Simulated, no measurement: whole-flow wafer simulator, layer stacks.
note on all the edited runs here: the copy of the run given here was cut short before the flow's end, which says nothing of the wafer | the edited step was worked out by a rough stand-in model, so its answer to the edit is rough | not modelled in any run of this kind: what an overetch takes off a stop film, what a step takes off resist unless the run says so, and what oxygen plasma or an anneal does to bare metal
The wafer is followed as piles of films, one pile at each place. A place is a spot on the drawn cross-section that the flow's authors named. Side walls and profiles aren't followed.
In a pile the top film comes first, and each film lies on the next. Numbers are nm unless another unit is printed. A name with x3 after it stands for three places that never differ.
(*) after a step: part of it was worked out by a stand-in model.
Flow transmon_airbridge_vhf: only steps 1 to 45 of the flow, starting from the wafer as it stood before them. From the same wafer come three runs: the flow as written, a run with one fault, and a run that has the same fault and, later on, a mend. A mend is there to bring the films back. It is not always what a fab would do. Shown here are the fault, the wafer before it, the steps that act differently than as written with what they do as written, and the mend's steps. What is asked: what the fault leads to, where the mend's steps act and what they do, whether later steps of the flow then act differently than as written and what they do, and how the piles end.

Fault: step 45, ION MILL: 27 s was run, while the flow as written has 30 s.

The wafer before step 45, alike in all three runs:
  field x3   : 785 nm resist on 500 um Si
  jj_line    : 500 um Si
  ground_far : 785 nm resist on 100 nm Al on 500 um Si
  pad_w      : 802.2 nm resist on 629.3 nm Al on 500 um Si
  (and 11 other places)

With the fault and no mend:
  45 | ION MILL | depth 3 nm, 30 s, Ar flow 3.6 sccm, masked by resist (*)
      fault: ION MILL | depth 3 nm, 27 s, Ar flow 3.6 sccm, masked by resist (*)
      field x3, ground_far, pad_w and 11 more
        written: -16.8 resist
        fault: -15.1 resist
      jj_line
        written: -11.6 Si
        fault: -10.5 Si
  None of the later steps of the flow acts differently than as written at any place that is followed.
  At the end the piles are close to the flow's at the places that both follow, differing by at most 2% or 0.5 nm, whichever is larger.

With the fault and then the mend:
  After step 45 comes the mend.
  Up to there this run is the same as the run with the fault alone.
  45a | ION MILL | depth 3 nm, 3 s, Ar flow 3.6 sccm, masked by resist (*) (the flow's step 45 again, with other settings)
      field x3, ground_far, pad_w and 11 more
        -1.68 resist
      jj_line
        -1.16 Si
  None of the later steps of the flow acts differently than as written at any place that is followed.
  At every place that both follow, the piles at the end match the flow's.
